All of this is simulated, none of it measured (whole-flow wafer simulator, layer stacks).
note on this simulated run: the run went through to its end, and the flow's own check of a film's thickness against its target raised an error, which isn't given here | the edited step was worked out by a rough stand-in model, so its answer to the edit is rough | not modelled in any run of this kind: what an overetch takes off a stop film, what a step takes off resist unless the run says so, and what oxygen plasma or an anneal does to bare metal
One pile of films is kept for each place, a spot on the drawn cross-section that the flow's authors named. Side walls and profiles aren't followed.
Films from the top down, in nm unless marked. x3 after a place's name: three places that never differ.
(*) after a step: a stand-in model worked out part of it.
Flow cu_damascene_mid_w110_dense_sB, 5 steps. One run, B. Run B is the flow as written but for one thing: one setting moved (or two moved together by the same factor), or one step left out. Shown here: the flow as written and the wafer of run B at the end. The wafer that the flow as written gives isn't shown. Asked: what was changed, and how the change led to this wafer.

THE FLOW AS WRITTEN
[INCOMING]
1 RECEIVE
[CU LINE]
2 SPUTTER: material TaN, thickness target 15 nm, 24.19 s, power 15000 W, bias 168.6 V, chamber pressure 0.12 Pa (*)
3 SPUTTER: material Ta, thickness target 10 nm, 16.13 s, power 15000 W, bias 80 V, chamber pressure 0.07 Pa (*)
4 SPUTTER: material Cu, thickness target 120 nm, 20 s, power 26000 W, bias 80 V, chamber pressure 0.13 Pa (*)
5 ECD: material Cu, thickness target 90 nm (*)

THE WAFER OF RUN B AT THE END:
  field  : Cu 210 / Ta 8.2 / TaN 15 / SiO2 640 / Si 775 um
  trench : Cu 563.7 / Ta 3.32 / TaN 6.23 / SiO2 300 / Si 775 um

The cause: step 3, SPUTTER: thickness target 8.2 nm was run, where the flow has thickness target 10 nm; step 3, SPUTTER: 13.31 s was run, where the flow has 16.13 s.
It can be read off the wafer: field has Ta 8.2, and step 3 as written asks for 10 nm.

How the change led to this, step by step:
  3 SPUTTER: material Ta, thickness target 10 nm, 16.13 s, power 15000 W, bias 80 V, chamber pressure 0.07 Pa (*)
      field: Ta +8.2 (new film) (as written it would be: Ta +10 (new film))
      trench: Ta +3.32 (new film) (as written it would be: Ta +4.05 (new film))
